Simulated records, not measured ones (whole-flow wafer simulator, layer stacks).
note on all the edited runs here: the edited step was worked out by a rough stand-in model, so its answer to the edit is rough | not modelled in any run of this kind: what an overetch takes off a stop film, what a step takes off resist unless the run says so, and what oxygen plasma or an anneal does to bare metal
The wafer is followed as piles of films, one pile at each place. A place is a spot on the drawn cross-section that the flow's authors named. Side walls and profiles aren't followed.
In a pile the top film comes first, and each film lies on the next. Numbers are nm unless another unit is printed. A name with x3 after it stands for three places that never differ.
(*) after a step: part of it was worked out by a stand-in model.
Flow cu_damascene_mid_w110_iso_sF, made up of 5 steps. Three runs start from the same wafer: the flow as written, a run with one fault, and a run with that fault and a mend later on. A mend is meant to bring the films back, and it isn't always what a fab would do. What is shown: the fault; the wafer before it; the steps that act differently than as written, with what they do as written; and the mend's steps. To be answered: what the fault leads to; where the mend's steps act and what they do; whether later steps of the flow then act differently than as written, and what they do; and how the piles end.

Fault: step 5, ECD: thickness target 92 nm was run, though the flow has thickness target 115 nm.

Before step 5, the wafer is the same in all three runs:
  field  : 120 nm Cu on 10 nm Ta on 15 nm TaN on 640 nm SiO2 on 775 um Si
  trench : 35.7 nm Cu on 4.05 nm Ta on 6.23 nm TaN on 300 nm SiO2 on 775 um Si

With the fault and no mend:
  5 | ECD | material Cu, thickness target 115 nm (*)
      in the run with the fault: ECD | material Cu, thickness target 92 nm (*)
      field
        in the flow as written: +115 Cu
        in the run with the fault: +92 Cu
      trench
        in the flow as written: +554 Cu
        in the run with the fault: +531 Cu
  Later steps of the flow that are run all act as written at every place that is followed.
  By the end, the piles at field, trench depart from the flow's by more than 2% or 0.5 nm, whichever is larger.
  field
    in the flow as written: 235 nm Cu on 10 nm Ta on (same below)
    in the run with the fault: 212 nm Cu on 10 nm Ta on (same below)
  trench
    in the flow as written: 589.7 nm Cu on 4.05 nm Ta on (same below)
    in the run with the fault: 566.7 nm Cu on 4.05 nm Ta on (same below)

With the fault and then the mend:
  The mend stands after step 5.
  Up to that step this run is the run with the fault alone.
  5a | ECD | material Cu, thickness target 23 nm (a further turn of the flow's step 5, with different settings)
      field, trench
        +23 Cu
  Later steps of the flow that are run all act as written at every place that is followed.
  By the end, the piles equal the flow's at every place that both follow.
